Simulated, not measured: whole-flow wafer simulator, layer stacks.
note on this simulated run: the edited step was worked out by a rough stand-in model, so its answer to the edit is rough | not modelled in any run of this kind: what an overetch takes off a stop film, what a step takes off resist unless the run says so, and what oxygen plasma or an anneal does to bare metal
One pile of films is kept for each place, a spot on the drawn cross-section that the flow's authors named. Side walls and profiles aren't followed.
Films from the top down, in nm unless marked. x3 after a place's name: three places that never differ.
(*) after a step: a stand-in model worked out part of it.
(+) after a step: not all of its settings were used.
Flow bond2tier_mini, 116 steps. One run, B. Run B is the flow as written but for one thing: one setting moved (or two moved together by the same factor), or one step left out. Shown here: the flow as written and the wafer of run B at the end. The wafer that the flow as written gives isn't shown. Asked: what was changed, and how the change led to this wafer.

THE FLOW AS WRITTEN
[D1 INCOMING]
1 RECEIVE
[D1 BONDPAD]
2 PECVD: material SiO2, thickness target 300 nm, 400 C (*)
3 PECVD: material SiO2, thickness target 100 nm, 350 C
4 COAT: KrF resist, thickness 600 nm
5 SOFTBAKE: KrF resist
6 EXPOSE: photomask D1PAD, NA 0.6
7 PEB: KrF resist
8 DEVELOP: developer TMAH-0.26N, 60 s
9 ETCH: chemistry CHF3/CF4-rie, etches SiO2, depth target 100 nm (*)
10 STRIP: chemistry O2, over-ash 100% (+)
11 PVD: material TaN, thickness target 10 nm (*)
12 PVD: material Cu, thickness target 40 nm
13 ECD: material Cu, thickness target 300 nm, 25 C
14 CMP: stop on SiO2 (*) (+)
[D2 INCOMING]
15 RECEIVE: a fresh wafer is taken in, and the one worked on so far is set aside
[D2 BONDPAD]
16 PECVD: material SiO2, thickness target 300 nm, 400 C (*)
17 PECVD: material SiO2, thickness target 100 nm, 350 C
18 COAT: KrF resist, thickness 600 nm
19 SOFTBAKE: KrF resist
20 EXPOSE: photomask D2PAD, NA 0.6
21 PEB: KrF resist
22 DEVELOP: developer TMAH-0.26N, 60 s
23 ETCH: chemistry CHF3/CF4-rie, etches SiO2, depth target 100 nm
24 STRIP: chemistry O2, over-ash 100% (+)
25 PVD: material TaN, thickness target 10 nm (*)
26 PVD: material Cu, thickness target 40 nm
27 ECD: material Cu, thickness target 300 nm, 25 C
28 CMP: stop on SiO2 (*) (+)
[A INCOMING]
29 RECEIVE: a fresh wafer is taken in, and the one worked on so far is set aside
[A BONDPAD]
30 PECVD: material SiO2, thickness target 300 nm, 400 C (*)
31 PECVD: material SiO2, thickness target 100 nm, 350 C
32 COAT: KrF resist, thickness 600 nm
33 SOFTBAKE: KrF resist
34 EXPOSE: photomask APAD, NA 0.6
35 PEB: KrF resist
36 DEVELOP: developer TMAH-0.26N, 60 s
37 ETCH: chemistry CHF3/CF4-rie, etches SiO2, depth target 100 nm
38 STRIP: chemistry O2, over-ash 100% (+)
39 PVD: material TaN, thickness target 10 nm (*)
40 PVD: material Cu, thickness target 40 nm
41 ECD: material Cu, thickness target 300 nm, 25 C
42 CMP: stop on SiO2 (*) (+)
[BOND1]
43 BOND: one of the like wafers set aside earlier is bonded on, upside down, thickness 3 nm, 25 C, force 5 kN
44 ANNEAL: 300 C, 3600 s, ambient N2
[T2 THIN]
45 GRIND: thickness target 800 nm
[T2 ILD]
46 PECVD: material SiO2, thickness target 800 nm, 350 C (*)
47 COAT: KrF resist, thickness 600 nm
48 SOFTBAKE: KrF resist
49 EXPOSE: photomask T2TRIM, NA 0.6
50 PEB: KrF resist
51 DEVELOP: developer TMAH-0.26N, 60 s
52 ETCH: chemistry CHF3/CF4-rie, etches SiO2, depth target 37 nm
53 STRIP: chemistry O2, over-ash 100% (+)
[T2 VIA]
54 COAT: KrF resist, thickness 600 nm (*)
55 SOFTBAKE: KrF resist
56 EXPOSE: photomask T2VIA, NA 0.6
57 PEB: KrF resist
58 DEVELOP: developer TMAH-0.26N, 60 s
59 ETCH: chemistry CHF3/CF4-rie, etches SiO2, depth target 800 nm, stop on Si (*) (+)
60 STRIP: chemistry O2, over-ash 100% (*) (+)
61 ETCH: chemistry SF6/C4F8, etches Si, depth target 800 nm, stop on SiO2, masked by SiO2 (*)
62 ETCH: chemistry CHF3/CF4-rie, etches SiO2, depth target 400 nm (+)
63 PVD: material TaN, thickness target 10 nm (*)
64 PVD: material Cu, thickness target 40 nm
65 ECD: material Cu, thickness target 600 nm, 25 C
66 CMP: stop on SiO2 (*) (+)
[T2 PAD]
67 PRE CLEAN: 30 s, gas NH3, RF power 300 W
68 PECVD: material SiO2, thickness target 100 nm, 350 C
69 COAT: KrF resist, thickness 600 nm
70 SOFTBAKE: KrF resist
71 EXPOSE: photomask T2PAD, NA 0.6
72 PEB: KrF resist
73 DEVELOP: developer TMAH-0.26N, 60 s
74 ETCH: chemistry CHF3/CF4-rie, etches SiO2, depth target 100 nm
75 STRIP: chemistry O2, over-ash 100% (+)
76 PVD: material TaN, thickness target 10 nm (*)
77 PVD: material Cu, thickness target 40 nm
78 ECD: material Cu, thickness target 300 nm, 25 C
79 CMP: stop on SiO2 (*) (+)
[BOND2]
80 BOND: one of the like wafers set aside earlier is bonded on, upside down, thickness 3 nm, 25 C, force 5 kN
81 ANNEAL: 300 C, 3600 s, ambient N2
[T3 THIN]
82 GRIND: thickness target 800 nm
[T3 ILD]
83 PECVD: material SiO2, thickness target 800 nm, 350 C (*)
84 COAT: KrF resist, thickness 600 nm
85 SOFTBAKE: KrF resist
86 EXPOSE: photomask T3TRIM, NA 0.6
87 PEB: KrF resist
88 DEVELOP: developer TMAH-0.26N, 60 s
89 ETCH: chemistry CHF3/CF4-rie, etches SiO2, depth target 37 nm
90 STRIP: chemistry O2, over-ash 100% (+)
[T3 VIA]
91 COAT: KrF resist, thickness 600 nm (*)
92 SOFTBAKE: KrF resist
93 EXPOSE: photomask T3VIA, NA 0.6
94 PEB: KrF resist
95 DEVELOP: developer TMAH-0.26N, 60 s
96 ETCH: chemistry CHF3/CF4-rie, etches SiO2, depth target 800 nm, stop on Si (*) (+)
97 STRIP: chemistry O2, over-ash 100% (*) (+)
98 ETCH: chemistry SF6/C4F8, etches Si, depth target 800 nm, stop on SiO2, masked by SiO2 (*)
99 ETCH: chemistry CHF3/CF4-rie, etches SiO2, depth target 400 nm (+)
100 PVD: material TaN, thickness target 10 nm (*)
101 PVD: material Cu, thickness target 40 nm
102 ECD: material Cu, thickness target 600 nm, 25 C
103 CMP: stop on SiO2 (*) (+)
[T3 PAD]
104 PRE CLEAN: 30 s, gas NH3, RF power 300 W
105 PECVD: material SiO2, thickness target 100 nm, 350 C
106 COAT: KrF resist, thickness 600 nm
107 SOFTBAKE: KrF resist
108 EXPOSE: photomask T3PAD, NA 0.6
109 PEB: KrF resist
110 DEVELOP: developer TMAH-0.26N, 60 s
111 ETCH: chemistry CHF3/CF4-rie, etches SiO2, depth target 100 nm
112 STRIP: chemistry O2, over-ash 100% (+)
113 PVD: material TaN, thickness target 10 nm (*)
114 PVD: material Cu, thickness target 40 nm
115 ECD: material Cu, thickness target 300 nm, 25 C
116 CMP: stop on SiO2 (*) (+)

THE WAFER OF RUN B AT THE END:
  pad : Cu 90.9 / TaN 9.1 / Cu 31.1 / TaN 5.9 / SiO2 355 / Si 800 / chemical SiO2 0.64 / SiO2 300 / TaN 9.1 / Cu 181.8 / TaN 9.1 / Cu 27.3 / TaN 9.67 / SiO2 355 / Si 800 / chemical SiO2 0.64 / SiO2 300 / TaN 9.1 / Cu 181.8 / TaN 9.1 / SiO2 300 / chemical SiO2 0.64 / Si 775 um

The cause: step 100, PVD: thickness target 6.1 nm was run, where the flow has thickness target 10 nm.

How the change led to this, step by step:
  100 PVD: material TaN, thickness target 10 nm (*)
      field: TaN +6.1 (new film) (as written it would be: TaN +10 (new film))
      pad: TaN +5.9 (new film) (as written it would be: TaN +9.67 (new film))
  103 CMP: stop on SiO2 (*) (+)
      field: Cu -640 (all of it), TaN -6.1 (all of it) (as written it would be: Cu -640 (all of it), TaN -10 (all of it))
